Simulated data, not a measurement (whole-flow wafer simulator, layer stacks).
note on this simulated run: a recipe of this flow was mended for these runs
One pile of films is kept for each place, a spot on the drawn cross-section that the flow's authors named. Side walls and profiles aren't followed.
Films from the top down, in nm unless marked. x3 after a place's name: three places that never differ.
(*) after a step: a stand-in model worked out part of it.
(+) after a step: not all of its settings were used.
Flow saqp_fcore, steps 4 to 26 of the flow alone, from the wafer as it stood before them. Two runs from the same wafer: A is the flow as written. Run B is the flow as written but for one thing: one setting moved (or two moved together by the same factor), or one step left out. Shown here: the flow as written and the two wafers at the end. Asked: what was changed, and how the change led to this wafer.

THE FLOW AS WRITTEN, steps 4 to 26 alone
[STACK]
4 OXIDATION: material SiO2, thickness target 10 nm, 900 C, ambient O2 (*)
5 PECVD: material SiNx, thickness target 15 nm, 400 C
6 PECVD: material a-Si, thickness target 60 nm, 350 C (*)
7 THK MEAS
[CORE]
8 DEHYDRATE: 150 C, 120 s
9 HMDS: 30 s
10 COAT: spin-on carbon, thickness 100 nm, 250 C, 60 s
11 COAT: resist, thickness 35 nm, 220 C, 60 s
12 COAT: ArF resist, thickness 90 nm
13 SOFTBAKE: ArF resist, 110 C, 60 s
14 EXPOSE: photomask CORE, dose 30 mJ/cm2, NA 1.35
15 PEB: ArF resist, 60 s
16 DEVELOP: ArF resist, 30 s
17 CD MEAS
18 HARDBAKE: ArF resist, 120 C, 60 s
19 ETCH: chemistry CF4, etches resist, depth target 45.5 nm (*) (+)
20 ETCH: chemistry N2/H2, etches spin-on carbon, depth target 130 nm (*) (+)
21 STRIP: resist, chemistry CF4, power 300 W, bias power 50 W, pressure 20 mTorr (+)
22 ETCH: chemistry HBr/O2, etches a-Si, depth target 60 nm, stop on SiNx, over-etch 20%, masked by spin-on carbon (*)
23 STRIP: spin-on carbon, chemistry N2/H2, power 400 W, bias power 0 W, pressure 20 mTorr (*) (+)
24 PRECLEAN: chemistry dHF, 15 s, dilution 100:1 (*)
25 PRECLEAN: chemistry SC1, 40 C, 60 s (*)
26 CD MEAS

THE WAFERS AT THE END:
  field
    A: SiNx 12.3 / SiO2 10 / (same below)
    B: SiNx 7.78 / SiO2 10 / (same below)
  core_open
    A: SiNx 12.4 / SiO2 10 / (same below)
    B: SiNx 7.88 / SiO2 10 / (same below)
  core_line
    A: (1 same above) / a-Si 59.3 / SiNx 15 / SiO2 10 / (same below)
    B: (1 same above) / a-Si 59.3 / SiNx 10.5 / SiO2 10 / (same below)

The cause: step 5, PECVD: thickness target 10.5 nm was run, where the flow has thickness target 15 nm.
It can be read off the wafer: core_line has SiNx 10.5, and step 5 as written asks for 15 nm.

How the change led to this, step by step:
  5 PECVD: material SiNx, thickness target 15 nm, 400 C
      field, core_open, core_line: A SiNx +15 (new film) | B SiNx +10.5 (new film)
